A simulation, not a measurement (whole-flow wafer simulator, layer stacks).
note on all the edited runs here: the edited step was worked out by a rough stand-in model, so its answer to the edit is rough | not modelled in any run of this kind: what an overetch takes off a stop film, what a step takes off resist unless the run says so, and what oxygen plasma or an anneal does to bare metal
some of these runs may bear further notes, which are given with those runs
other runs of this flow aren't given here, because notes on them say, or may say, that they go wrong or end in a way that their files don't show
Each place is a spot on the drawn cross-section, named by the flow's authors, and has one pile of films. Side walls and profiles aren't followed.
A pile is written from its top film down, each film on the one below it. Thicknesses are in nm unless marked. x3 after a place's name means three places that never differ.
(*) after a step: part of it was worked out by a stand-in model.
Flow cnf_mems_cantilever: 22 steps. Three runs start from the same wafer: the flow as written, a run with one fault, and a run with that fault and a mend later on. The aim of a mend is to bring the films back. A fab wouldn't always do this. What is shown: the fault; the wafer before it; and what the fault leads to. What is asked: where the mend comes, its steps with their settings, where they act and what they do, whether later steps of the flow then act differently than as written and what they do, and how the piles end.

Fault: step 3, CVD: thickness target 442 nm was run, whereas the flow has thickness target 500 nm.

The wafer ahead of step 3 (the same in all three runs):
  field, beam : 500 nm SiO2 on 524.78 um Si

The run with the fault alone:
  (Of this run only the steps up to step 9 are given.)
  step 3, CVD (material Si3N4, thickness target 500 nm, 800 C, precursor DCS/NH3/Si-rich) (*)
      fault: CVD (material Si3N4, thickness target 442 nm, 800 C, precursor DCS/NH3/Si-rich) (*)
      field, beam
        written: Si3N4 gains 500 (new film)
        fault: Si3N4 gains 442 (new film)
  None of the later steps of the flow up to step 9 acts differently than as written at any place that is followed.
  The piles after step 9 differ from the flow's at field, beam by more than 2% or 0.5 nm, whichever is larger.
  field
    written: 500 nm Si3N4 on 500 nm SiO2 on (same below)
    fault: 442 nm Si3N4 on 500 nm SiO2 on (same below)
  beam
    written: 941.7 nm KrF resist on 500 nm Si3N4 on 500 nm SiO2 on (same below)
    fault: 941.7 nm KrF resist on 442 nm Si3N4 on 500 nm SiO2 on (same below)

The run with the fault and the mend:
  After step 3 comes the mend.
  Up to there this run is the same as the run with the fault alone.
  step 3a, CVD (material Si3N4, thickness target 58 nm, 800 C, precursor DCS/NH3/Si-rich) (*) (a further turn of the flow's step 3, with different settings)
      field, beam
        Si3N4 gains 58
  None of the later steps of the flow acts differently than as written at any place that is followed.
  The piles end the same as the flow's at every place that both follow.
